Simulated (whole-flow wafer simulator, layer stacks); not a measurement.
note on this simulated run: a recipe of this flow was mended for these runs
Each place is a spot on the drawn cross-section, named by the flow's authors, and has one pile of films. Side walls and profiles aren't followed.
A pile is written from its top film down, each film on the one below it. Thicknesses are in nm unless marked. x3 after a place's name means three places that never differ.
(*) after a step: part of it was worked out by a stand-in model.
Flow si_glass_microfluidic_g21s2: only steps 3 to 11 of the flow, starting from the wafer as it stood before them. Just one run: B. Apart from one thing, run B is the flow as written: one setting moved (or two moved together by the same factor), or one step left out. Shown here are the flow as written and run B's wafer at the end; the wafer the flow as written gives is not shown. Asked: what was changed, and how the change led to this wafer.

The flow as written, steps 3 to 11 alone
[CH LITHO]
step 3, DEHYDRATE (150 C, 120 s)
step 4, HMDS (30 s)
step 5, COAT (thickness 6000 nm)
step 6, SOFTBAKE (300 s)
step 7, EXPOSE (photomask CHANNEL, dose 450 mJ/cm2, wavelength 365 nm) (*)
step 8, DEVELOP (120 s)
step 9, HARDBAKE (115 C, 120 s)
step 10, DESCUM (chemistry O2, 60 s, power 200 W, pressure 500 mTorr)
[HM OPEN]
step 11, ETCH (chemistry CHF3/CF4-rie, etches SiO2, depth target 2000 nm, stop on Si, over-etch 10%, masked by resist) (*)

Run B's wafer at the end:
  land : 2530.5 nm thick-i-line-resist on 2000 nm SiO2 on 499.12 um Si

The reason: step 5, COAT: thickness 3343 nm was run, though the flow has thickness 6000 nm.

The path from the change to this, step by step:
  step 5, COAT (thickness 6000 nm)
      land, trench20 x3: +3343 thick-i-line-resist (new film) (it would be, as written: +6000 thick-i-line-resist (new film))
  step 8, DEVELOP (120 s)
      trench20 x3: -3343 thick-i-line-resist (all of it) (it would be, as written: -6000 thick-i-line-resist (all of it))
  step 9, HARDBAKE (115 C, 120 s)
      land: -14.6 thick-i-line-resist (it would be, as written: -33.5 thick-i-line-resist)
